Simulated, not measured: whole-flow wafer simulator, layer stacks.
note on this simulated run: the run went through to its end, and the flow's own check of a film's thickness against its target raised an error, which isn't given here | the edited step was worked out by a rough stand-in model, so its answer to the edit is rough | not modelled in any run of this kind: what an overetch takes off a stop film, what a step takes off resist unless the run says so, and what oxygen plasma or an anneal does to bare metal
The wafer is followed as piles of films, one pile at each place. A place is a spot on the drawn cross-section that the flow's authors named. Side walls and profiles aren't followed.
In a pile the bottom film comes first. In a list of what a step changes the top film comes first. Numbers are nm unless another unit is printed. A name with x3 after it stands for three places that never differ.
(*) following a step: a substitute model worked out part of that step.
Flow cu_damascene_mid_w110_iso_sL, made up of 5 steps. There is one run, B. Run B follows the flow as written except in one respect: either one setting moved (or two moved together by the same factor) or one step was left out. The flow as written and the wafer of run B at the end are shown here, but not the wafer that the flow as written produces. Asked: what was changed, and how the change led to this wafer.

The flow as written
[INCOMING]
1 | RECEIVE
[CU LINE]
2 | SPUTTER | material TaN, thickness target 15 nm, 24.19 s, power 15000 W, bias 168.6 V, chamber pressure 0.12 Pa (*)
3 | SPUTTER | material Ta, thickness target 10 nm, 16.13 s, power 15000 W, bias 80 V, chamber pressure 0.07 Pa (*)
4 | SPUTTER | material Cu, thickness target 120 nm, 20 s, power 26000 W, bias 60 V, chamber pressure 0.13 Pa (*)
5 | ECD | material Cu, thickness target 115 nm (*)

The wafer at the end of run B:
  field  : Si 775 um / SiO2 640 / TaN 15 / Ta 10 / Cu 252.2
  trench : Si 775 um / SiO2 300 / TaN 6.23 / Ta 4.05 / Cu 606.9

Cause: step 5, ECD: thickness target 132.2 nm was run, while the flow as written has thickness target 115 nm.

Step by step, how the change led to this:
  5 | ECD | material Cu, thickness target 115 nm (*)
      field: +132.2 Cu (it would be, as written: +115 Cu)
      trench: +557 Cu (it would be, as written: +539.8 Cu)
